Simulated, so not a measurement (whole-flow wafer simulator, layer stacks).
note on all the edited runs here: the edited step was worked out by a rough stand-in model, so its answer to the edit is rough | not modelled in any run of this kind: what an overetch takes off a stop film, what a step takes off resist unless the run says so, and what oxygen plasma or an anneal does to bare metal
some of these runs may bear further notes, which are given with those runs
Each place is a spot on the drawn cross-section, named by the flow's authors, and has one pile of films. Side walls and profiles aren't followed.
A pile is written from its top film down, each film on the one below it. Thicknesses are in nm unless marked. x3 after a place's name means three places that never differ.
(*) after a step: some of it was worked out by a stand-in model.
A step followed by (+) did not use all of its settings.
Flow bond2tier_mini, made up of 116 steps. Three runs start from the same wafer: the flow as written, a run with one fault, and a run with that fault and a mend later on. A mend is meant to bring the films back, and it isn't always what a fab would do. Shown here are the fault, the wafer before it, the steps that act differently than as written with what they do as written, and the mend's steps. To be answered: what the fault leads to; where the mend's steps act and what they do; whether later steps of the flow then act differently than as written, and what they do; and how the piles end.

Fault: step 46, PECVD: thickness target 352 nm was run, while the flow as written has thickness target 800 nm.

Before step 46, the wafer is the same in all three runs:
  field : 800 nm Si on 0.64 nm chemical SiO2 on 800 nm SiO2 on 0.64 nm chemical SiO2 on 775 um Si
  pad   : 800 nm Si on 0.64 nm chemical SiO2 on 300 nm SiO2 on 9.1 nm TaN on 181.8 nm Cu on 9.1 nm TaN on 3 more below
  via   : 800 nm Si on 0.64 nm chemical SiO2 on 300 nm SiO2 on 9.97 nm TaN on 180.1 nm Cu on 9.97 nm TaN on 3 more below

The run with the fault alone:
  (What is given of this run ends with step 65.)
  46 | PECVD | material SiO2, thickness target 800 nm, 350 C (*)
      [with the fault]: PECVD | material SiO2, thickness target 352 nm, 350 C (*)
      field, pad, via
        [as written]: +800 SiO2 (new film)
        [with the fault]: +352 SiO2 (new film)
  Steps further on in the flow that do not act as written (1 more step, not shown, differs only slightly: by at most 2% or 0.5 nm, whichever is larger):
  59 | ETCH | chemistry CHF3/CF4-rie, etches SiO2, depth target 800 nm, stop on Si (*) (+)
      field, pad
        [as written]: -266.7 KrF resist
        [with the fault]: -157.5 KrF resist
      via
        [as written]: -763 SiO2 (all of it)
        [with the fault]: -315 SiO2 (all of it)
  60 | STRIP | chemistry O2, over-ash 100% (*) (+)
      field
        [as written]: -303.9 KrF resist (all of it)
        [with the fault]: -413.1 KrF resist (all of it)
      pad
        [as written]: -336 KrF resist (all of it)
        [with the fault]: -445.1 KrF resist (all of it)
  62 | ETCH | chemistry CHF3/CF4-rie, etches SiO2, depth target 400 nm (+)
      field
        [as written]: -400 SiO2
        [with the fault]: -344 SiO2 (all of it), -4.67 Si
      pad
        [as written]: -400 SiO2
        [with the fault]: -307 SiO2 (all of it), -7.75 Si
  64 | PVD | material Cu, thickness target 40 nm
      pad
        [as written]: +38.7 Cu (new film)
        [with the fault]: +40 Cu (new film)
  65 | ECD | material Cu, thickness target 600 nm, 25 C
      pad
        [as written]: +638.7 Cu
        [with the fault]: +603.1 Cu
  Once step 65 is done, the piles at field, pad depart from the flow's by more than 2% or 0.5 nm, whichever is larger.
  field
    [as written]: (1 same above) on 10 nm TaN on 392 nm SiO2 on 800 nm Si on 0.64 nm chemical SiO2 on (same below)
    [with the fault]: (1 same above) on 10 nm TaN on 795.3 nm Si on 0.64 nm chemical SiO2 on (same below)
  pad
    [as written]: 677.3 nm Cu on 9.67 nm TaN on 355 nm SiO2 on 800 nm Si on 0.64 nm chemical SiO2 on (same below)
    [with the fault]: 643.1 nm Cu on 10 nm TaN on 792.2 nm Si on 0.64 nm chemical SiO2 on (same below)

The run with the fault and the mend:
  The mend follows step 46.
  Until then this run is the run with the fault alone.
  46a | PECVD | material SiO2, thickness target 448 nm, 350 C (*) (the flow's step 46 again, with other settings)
      field, pad, via
        +448 SiO2
  Every later step of the flow that is run acts as written at every place that is followed.
  The piles end the same as the flow's at every place that both follow.
